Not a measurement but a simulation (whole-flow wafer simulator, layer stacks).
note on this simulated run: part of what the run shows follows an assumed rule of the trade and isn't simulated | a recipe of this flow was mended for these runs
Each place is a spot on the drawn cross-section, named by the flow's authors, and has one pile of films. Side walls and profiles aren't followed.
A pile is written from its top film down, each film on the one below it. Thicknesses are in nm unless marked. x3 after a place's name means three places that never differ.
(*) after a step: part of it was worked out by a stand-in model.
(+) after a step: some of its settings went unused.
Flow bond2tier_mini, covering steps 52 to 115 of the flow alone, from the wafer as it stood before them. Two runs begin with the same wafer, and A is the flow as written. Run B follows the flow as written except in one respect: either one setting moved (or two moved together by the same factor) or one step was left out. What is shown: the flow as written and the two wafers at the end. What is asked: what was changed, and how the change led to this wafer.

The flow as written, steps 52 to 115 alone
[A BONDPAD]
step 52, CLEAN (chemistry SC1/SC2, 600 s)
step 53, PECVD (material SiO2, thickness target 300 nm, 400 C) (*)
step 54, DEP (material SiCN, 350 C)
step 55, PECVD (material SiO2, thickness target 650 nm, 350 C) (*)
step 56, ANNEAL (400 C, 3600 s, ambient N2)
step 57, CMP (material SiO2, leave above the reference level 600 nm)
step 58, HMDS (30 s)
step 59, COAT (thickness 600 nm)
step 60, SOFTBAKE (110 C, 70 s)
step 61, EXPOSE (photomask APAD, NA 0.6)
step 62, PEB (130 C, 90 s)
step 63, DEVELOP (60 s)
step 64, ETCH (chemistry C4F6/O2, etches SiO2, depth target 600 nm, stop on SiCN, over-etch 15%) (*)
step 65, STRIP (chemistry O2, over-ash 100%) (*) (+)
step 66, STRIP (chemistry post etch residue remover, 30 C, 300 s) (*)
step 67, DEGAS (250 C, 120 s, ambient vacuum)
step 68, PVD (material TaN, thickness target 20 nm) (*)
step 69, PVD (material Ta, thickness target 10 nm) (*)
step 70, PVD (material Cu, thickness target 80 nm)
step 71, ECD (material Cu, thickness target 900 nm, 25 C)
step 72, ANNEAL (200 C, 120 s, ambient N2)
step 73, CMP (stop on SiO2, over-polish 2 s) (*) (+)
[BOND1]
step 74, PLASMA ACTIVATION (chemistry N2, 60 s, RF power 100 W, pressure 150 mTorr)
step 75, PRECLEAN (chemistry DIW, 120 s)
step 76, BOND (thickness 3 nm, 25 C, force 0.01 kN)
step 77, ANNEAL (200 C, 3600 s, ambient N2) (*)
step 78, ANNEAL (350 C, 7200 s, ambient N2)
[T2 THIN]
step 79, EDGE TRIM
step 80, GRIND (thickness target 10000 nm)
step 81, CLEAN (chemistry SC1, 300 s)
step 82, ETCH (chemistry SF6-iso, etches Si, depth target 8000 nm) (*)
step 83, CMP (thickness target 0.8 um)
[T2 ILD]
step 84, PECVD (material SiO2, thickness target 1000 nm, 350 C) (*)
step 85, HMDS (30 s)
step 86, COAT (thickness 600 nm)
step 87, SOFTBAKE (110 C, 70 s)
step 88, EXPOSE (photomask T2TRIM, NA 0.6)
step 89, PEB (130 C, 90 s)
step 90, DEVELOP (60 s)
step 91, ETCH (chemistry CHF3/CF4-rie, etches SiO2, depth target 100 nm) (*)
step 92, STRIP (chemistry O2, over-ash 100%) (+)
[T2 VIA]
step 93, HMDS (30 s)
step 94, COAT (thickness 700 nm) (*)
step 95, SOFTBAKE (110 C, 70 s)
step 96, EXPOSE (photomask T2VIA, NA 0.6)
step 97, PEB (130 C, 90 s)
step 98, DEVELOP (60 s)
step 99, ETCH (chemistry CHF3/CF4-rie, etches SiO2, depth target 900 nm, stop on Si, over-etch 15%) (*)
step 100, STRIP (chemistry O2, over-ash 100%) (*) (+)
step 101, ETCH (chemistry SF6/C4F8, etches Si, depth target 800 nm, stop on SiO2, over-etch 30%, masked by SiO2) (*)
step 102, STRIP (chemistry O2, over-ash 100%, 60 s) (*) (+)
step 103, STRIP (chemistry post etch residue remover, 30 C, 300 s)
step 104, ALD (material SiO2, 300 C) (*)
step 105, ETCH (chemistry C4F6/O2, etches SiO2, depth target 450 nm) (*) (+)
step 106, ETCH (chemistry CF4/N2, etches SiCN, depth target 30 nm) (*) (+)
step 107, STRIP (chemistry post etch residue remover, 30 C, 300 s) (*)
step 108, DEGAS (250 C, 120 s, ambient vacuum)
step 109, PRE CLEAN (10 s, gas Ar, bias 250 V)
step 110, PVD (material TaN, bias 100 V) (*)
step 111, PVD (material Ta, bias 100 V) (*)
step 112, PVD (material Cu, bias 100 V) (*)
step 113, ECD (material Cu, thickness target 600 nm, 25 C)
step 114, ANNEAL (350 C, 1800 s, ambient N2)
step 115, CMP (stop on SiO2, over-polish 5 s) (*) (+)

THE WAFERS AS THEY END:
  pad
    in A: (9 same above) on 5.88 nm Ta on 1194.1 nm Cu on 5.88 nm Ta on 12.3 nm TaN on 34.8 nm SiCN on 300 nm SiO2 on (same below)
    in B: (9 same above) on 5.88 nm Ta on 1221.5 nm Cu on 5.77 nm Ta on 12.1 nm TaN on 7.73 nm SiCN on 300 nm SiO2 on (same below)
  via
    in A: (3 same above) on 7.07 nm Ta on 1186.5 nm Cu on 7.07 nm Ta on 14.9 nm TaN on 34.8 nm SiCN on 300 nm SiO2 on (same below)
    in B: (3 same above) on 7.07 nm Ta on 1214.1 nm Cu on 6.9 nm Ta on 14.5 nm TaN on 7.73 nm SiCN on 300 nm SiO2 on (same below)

What caused this: step 64, ETCH: depth target 739.7 nm was run, whereas the flow has depth target 600 nm.

Step by step, how the change led to this:
  step 64, ETCH (chemistry C4F6/O2, etches SiO2, depth target 600 nm, stop on SiCN, over-etch 15%) (*)
      pad, via: A -600 SiO2 (all of it), -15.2 SiCN | B -600 SiO2 (all of it), -42.3 SiCN
      field: A -115 thick-KrF-resist | B -141.8 thick-KrF-resist
  step 65, STRIP (chemistry O2, over-ash 100%) (*) (+)
      field: A -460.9 thick-KrF-resist (all of it) | B -434.2 thick-KrF-resist (all of it)
  step 70, PVD (material Cu, thickness target 80 nm)
      via: A +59 Cu (new film) | B +57.7 Cu (new film)
